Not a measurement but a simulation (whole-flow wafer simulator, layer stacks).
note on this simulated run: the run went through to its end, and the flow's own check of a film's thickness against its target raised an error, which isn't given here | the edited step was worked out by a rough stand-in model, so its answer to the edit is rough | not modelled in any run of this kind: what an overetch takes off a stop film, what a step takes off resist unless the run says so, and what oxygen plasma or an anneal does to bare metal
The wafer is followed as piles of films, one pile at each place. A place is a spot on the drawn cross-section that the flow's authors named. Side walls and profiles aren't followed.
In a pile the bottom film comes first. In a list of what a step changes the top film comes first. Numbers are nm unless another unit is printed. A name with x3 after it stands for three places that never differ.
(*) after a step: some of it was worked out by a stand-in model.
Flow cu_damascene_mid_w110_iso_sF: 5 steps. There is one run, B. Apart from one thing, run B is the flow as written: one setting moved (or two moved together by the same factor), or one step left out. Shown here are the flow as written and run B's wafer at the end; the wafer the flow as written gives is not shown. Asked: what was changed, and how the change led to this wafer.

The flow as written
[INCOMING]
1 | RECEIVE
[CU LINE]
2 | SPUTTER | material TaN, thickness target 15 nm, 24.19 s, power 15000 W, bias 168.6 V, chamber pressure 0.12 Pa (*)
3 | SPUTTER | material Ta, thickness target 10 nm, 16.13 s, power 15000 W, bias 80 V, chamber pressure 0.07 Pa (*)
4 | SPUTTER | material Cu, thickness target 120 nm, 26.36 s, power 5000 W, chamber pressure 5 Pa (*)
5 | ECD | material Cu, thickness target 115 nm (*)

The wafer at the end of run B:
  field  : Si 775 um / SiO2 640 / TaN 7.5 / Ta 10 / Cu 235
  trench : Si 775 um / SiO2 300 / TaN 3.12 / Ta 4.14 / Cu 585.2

The reason: step 2, SPUTTER: 12.1 s was run, whereas the flow has 24.19 s.

Step by step, how the change led to this:
  2 | SPUTTER | material TaN, thickness target 15 nm, 24.19 s, power 15000 W, bias 168.6 V, chamber pressure 0.12 Pa (*)
      field: +7.5 TaN (new film) (it would be, as written: +15 TaN (new film))
      trench: +3.12 TaN (new film) (it would be, as written: +6.23 TaN (new film))
  4 | SPUTTER | material Cu, thickness target 120 nm, 26.36 s, power 5000 W, chamber pressure 5 Pa (*)
      trench: +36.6 Cu (new film) (it would be, as written: +35.7 Cu (new film))
